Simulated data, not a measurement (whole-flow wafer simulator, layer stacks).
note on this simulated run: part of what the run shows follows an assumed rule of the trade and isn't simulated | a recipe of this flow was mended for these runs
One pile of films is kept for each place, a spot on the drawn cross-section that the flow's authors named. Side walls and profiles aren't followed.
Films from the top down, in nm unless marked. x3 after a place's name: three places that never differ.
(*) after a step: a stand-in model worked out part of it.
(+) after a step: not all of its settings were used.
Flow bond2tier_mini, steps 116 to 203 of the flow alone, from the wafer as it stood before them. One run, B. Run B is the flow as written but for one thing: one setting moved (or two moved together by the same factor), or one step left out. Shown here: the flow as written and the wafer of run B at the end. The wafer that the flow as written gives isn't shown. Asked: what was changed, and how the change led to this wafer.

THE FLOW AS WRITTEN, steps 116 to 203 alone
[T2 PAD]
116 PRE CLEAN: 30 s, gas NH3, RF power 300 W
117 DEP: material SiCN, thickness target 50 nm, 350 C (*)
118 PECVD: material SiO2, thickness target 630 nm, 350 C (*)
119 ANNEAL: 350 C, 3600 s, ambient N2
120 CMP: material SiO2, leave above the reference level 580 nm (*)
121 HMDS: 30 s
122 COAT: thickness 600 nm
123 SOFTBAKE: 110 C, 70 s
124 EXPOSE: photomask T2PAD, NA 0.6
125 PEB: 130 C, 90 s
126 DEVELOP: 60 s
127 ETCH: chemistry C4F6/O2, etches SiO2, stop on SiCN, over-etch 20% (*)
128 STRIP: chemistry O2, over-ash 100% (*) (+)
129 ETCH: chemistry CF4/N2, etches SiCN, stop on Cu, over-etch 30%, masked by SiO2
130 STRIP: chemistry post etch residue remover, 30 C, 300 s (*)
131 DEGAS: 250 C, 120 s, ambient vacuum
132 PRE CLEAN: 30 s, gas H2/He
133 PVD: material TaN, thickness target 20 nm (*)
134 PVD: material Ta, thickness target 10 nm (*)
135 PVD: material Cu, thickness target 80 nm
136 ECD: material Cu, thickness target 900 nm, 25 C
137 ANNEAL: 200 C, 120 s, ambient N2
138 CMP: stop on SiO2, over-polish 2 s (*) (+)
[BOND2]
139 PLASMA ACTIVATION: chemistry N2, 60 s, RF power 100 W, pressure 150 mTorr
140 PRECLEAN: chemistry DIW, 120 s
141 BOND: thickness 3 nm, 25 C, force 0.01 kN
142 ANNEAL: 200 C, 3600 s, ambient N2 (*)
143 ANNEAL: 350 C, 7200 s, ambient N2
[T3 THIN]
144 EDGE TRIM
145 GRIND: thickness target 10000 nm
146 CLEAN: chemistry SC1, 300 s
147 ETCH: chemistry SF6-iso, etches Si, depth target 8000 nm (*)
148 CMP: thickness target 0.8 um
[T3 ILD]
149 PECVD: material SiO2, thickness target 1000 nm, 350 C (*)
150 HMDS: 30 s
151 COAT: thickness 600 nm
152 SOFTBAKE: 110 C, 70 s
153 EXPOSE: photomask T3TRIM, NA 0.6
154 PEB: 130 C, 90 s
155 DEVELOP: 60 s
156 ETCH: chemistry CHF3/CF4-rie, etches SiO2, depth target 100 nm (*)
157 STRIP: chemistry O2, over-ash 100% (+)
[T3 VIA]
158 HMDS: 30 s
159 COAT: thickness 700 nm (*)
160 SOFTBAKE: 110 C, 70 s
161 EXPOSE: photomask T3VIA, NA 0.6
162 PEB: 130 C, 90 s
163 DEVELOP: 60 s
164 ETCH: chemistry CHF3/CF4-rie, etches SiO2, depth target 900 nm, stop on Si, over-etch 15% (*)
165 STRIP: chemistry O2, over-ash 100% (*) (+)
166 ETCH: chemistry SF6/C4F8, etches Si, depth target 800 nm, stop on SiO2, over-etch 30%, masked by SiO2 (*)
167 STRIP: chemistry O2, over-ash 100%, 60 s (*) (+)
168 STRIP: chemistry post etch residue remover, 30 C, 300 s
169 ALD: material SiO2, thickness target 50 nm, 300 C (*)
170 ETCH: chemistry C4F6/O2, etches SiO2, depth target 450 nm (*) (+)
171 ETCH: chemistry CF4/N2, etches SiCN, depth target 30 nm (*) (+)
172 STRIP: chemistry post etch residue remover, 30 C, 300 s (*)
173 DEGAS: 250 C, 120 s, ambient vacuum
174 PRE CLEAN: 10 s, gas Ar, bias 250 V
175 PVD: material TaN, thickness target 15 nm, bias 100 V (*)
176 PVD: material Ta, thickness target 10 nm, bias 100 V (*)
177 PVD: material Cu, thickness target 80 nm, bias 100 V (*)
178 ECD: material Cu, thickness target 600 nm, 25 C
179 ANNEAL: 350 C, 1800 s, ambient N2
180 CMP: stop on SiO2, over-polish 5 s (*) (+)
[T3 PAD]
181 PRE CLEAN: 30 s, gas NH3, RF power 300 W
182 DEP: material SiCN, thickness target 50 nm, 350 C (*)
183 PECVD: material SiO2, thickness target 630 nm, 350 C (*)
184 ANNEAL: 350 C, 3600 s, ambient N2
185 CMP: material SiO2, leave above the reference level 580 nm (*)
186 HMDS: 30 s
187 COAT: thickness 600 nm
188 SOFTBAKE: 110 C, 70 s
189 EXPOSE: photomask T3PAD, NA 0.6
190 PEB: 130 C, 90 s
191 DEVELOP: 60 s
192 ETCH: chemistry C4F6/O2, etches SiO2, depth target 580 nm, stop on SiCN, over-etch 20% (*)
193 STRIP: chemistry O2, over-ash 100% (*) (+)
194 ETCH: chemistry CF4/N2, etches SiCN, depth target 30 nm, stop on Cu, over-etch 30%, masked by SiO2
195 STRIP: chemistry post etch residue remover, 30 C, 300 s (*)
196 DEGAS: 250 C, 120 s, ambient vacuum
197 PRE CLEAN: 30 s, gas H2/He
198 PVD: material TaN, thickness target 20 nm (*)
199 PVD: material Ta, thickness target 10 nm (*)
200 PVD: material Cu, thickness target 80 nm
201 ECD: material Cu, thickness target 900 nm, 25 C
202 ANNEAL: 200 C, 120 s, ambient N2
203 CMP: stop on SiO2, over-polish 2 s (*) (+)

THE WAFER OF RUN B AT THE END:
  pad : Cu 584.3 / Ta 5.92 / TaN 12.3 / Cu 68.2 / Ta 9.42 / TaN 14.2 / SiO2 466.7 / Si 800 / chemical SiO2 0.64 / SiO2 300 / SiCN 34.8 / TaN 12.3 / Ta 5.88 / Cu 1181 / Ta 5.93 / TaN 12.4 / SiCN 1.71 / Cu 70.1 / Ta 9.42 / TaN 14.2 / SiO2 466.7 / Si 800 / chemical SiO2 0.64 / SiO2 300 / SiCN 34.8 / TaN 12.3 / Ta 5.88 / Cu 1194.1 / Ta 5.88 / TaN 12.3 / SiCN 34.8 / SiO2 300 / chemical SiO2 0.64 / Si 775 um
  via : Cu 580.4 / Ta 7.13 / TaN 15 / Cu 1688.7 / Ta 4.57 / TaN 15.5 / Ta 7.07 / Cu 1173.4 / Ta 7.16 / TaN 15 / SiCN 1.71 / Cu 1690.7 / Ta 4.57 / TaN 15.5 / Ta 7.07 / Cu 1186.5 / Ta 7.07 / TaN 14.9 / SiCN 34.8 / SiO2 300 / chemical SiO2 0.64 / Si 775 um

The cause: step 127, ETCH: over-etch 9.5% was run, where the flow has over-etch 20%.

How the change led to this, step by step:
  127 ETCH: chemistry C4F6/O2, etches SiO2, stop on SiCN, over-etch 20% (*)
      pad, via: SiO2 -580 (all of it), SiCN -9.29 (as written it would be: SiO2 -580 (all of it), SiCN -19.6)
      field: thick-KrF-resist -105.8 (as written it would be: thick-KrF-resist -116)
  128 STRIP: chemistry O2, over-ash 100% (*) (+)
      field: thick-KrF-resist -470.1 (all of it) (as written it would be: thick-KrF-resist -459.9 (all of it))
  129 ETCH: chemistry CF4/N2, etches SiCN, stop on Cu, over-etch 30%, masked by SiO2
      pad, via: SiCN -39 (as written it would be: SiCN -30.4 (all of it), Cu -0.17)
  130 STRIP: chemistry post etch residue remover, 30 C, 300 s (*)
      pad, via: nothing (as written it would be: Cu -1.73)
Counting metal films that touch as one body, pad has 4 bodies (between them, from the top down: SiO2 466.7 / Si 800 / chemical SiO2 0.64 / SiO2 300 / SiCN 34.8; SiCN 1.71; SiO2 466.7 / Si 800 / chemical SiO2 0.64 / SiO2 300 / SiCN 34.8); the flow as written gives 3 bodies (between them, from the top down: SiO2 466.7 / Si 800 / chemical SiO2 0.64 / SiO2 300 / SiCN 34.8; SiO2 466.7 / Si 800 / chemical SiO2 0.64 / SiO2 300 / SiCN 34.8).
Counting metal films that touch as one body, via has 2 bodies (between them, from the top down: SiCN 1.71); the flow as written gives 1 body.
